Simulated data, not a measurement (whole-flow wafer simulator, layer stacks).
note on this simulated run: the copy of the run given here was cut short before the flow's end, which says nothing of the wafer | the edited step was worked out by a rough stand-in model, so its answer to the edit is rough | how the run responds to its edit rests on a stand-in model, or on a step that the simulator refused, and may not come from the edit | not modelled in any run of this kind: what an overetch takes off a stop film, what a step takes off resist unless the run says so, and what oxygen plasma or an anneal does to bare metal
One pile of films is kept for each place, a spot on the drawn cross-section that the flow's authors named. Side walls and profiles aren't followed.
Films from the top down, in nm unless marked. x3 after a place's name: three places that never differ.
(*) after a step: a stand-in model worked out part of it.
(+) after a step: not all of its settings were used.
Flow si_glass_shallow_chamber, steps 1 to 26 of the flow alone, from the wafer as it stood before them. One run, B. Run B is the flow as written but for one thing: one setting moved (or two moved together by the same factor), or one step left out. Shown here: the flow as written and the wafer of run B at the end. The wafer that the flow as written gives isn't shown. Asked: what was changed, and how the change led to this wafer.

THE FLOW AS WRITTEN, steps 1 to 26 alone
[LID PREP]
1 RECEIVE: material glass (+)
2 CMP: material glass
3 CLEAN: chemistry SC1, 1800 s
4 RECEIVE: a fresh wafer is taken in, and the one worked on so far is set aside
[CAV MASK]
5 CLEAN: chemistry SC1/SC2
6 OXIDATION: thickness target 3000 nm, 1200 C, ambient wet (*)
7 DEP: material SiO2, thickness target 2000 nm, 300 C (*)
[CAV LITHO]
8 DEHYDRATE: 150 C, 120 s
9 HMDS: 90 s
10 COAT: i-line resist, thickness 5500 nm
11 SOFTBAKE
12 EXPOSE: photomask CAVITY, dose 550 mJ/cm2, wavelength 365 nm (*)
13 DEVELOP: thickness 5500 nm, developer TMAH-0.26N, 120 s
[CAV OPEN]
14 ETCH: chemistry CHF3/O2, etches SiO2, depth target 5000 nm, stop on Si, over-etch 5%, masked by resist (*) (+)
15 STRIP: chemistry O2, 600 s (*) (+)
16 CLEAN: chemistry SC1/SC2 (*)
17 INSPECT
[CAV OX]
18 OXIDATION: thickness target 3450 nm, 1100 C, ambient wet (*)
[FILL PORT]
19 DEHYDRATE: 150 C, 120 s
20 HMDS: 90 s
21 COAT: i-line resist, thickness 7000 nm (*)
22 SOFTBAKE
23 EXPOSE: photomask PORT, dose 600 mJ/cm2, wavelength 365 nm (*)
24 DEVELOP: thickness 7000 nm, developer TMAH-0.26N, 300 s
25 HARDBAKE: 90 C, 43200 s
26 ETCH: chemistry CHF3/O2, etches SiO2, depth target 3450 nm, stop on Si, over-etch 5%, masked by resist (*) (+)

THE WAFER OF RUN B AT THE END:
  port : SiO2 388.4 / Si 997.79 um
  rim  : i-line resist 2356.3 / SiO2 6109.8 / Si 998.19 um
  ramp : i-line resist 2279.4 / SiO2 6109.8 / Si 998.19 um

The cause: step 14, ETCH: depth target 2875 nm was run, where the flow has depth target 5000 nm.

How the change led to this, step by step:
  14 ETCH: chemistry CHF3/O2, etches SiO2, depth target 5000 nm, stop on Si, over-etch 5%, masked by resist (*) (+)
      cav, port: SiO2 -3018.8 (as written it would be: SiO2 -5000 (all of it), Si -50)
      rim, ramp, septum, ring: i-line resist -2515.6 (as written it would be: i-line resist -4375)
  15 STRIP: chemistry O2, 600 s (*) (+)
      cav, port: nothing (as written it would be: chemical SiO2 +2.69 (new film), Si -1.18)
      rim, ramp, septum, ring: i-line resist -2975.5 (all of it) (as written it would be: i-line resist -1116.2 (all of it))
  18 OXIDATION: thickness target 3450 nm, 1100 C, ambient wet (*)
      cav, port: SiO2 +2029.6, Si -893 (as written it would be: SiO2 +3450 (new film), chemical SiO2 -2.69 (all of it), Si -1516.8)
  21 COAT: i-line resist, thickness 7000 nm (*)
      rim: i-line resist +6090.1 (new film) (as written it would be: i-line resist +5660.1 (new film))
      ramp: i-line resist +5688.4 (new film) (as written it would be: i-line resist +5087.8 (new film))
      (and at 2 more places)
  22 SOFTBAKE
      rim: i-line resist -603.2 (as written it would be: i-line resist -849)
      ramp: i-line resist -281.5 (as written it would be: i-line resist -434.5)
      (and at 4 more places)
  24 DEVELOP: thickness 7000 nm, developer TMAH-0.26N, 300 s
      port: i-line resist -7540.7 (all of it) (as written it would be: i-line resist -7752.6 (all of it))
  25 HARDBAKE: 90 C, 43200 s
      rim: i-line resist -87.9 (as written it would be: i-line resist -62.5)
      ramp: i-line resist -84.7 (as written it would be: i-line resist -57.1)
      (and at 1 more place)
  26 ETCH: chemistry CHF3/O2, etches SiO2, depth target 3450 nm, stop on Si, over-etch 5%, masked by resist (*) (+)
      port: SiO2 -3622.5 (as written it would be: SiO2 -3450 (all of it), Si -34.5)
